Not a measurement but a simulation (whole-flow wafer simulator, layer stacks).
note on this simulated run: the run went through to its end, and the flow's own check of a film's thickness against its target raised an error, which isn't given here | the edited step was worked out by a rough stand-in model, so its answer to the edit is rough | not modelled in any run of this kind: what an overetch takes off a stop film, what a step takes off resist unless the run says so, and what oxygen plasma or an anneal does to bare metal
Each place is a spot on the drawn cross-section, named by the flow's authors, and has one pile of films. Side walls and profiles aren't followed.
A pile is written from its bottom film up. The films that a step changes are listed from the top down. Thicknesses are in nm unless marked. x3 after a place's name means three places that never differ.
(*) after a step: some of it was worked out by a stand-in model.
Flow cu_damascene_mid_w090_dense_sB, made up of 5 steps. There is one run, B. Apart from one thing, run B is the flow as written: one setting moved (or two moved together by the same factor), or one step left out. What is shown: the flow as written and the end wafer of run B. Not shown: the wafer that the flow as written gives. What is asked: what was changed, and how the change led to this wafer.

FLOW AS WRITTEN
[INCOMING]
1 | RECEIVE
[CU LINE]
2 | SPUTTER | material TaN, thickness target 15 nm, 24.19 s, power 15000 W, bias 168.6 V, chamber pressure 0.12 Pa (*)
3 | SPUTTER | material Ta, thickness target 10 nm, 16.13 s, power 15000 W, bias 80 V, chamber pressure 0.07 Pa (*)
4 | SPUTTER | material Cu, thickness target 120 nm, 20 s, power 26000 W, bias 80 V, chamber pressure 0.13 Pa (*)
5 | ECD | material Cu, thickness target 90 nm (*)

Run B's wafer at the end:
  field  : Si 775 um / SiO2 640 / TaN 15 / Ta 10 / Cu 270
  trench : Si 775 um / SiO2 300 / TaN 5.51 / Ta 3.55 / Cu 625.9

What caused this: step 4, SPUTTER: thickness target 180 nm was run, whereas the flow has thickness target 120 nm; step 4, SPUTTER: 30 s was run, where the flow has 20 s.

How this came from the change, step by step:
  4 | SPUTTER | material Cu, thickness target 120 nm, 20 s, power 26000 W, bias 80 V, chamber pressure 0.13 Pa (*)
      field: +180 Cu (new film) (in the flow as written it would be: +120 Cu (new film))
      trench: +66.5 Cu (new film) (in the flow as written it would be: +44.3 Cu (new film))
  5 | ECD | material Cu, thickness target 90 nm (*)
      trench: +559.4 Cu (in the flow as written it would be: +521.6 Cu)
